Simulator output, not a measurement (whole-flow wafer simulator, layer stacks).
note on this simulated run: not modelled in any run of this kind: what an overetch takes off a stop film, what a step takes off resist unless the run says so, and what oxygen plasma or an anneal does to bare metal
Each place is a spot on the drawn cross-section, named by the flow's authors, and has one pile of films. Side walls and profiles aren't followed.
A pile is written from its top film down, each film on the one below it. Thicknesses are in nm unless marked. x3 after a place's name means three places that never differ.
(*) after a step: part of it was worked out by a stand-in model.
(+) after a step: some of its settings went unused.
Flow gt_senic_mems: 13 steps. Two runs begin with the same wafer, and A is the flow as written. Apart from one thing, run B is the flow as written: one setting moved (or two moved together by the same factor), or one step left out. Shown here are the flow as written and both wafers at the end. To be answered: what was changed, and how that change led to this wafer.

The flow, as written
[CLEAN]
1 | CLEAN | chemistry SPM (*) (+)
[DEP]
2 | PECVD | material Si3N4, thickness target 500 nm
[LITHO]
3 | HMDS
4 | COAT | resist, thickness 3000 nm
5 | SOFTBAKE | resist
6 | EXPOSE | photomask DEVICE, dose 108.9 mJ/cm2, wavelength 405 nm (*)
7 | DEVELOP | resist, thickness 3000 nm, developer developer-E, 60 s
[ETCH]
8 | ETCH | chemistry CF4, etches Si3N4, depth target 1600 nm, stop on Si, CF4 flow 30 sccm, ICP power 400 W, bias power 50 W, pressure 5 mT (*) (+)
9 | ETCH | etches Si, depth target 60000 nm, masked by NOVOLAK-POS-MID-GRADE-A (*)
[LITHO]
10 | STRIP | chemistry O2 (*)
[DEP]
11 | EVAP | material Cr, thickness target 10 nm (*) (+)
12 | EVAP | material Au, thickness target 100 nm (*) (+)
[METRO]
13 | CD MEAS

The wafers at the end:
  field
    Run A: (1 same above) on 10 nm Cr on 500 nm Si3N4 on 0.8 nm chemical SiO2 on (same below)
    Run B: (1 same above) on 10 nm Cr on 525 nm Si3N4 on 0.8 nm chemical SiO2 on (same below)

What caused this: step 2, PECVD: thickness target 525 nm was run, while the flow as written has thickness target 500 nm.
The wafer lets one read it off: field has Si3N4 525, and step 2 as written asks for 500 nm.

The path from the change to this, step by step:
  2 | PECVD | material Si3N4, thickness target 500 nm
      field, trench: A +500 Si3N4 (new film) | B +525 Si3N4 (new film)
  8 | ETCH | chemistry CF4, etches Si3N4, depth target 1600 nm, stop on Si, CF4 flow 30 sccm, ICP power 400 W, bias power 50 W, pressure 5 mT (*) (+)
      field: A -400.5 resist | B -417.2 resist
      trench: A -500 Si3N4 (all of it), -0.8 chemical SiO2 (all of it) | B -525 Si3N4 (all of it), -0.8 chemical SiO2 (all of it)
